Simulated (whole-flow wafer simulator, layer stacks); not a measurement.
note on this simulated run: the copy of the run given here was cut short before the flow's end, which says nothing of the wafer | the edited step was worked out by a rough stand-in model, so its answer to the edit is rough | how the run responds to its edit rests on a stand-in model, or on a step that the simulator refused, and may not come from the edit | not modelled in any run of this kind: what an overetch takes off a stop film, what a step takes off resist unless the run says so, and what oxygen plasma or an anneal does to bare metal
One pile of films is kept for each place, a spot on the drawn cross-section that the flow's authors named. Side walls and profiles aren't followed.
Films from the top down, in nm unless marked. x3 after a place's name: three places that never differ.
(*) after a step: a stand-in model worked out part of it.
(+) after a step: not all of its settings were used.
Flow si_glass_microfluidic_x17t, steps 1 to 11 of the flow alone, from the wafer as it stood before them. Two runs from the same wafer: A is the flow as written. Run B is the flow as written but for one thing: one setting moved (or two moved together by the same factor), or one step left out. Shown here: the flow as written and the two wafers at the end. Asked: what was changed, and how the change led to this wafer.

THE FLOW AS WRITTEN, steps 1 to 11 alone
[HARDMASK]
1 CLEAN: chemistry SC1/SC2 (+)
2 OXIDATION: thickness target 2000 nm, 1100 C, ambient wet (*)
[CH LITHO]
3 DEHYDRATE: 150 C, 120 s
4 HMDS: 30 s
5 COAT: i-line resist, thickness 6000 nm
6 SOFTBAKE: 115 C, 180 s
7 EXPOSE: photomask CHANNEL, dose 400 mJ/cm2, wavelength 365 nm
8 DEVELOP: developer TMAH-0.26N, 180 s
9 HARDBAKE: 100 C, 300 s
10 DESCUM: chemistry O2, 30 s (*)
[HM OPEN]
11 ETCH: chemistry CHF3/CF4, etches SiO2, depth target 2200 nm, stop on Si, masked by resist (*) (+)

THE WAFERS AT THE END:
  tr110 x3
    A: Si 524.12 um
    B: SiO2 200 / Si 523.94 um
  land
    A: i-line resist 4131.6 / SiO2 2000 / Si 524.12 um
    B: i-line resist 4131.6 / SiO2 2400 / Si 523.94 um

The cause: step 2, OXIDATION: thickness target 2400 nm was run, where the flow has thickness target 2000 nm.
It can be read off the wafer: land has SiO2 2400, and step 2 as written asks for 2000 nm.

How the change led to this, step by step:
  2 OXIDATION: thickness target 2000 nm, 1100 C, ambient wet (*)
      land, tr110 x3: A SiO2 +2000 (new film), chemical SiO2 -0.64 (all of it), Si -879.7 | B SiO2 +2400 (new film), chemical SiO2 -0.64 (all of it), Si -1055.7
  11 ETCH: chemistry CHF3/CF4, etches SiO2, depth target 2200 nm, stop on Si, masked by resist (*) (+)
      tr110 x3: A SiO2 -2000 (all of it) | B SiO2 -2200
